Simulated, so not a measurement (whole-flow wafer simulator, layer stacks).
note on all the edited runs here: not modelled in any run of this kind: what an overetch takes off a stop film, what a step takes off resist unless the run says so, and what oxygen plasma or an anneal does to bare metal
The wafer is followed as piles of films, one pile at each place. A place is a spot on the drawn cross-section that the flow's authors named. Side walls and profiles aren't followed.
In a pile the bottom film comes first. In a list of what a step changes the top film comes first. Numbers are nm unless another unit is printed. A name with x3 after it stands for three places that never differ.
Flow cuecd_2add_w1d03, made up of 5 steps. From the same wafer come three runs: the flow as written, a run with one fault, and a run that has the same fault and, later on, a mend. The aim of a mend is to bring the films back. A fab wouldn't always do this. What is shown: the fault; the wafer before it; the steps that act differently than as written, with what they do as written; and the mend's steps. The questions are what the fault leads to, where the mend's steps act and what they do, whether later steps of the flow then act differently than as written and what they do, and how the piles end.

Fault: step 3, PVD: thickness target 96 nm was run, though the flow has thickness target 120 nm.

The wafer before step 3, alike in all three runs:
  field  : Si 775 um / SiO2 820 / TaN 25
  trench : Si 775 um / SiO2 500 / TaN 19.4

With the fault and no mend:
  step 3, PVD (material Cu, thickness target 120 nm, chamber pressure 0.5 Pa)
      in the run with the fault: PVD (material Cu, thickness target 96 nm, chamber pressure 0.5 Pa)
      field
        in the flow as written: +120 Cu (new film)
        in the run with the fault: +96 Cu (new film)
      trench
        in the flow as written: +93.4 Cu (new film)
        in the run with the fault: +74.8 Cu (new film)
  None of the later steps of the flow differs from how it acts as written, at any place that is followed, by more than 2% or 0.5 nm, whichever is larger.
  By the end, the piles at field depart from the flow's by more than 2% or 0.5 nm, whichever is larger.
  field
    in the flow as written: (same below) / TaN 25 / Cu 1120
    in the run with the fault: (same below) / TaN 25 / Cu 1096

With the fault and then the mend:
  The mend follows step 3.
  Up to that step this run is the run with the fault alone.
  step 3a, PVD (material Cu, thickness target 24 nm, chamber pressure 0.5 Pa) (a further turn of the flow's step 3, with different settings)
      field
        +24 Cu
      trench
        +17.9 Cu
  None of the later steps of the flow differs from how it acts as written, at any place that is followed, by more than 2% or 0.5 nm, whichever is larger.
  At every place that both follow, the piles at the end match the flow's.
